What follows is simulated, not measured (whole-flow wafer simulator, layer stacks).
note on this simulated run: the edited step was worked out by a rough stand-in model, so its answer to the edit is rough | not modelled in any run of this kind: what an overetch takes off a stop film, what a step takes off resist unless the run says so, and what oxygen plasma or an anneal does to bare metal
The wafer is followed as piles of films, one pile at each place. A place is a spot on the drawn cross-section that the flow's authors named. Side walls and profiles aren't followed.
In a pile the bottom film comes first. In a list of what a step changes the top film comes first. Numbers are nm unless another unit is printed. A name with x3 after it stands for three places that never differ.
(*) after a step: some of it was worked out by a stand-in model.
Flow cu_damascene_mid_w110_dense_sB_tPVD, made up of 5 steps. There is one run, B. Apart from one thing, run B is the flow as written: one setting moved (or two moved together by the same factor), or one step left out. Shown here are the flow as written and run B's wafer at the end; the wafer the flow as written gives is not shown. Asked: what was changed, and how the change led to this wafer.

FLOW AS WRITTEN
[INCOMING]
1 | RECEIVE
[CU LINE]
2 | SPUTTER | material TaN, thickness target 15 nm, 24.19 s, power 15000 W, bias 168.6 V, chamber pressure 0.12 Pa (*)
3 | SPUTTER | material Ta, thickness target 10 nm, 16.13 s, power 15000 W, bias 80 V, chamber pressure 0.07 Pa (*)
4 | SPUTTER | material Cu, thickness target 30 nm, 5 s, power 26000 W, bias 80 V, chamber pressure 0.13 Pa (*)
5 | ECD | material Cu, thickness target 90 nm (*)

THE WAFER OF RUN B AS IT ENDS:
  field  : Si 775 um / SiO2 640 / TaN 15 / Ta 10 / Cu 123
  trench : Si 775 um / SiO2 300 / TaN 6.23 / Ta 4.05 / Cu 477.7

What caused this: step 4, SPUTTER: 5.5 s was run, whereas the flow has 5 s.

Step by step, how the change led to this:
  4 | SPUTTER | material Cu, thickness target 30 nm, 5 s, power 26000 W, bias 80 V, chamber pressure 0.13 Pa (*)
      field: Cu gains 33 (new film) (in the flow as written it would be: Cu gains 30 (new film))
      trench: Cu gains 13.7 (new film) (in the flow as written it would be: Cu gains 12.5 (new film))
